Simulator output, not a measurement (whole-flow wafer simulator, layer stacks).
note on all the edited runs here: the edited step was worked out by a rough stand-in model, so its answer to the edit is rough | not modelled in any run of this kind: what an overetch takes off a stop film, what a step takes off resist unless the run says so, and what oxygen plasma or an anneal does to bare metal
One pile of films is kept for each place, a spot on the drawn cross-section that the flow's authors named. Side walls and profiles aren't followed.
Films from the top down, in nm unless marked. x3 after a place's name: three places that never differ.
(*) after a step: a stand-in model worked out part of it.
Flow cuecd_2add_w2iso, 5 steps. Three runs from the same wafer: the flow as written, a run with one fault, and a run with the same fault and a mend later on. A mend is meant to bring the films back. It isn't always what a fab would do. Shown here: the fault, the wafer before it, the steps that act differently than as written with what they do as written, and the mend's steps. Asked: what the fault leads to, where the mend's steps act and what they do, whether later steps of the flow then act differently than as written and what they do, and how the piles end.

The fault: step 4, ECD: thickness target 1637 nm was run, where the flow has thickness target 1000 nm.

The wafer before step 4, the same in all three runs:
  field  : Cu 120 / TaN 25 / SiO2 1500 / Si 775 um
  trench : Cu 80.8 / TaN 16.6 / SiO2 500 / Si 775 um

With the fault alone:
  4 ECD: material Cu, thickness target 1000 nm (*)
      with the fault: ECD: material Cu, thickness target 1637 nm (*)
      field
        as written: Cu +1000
        with the fault: Cu +1637
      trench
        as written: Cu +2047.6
        with the fault: Cu +2684.6
  No later step of the flow acts differently than as written at any place that is followed.
  At the end the piles differ from the flow's by more than 2% or 0.5 nm, whichever is larger, at field, trench.
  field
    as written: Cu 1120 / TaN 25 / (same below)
    with the fault: Cu 1757 / TaN 25 / (same below)
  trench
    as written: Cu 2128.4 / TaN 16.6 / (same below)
    with the fault: Cu 2765.4 / TaN 16.6 / (same below)

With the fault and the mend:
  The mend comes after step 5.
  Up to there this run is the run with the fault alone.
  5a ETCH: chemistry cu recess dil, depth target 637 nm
      field, trench
        Cu -637
  No later step of the flow acts differently than as written at any place that is followed.
  At the end the piles are the same as the flow's at every place that both follow.
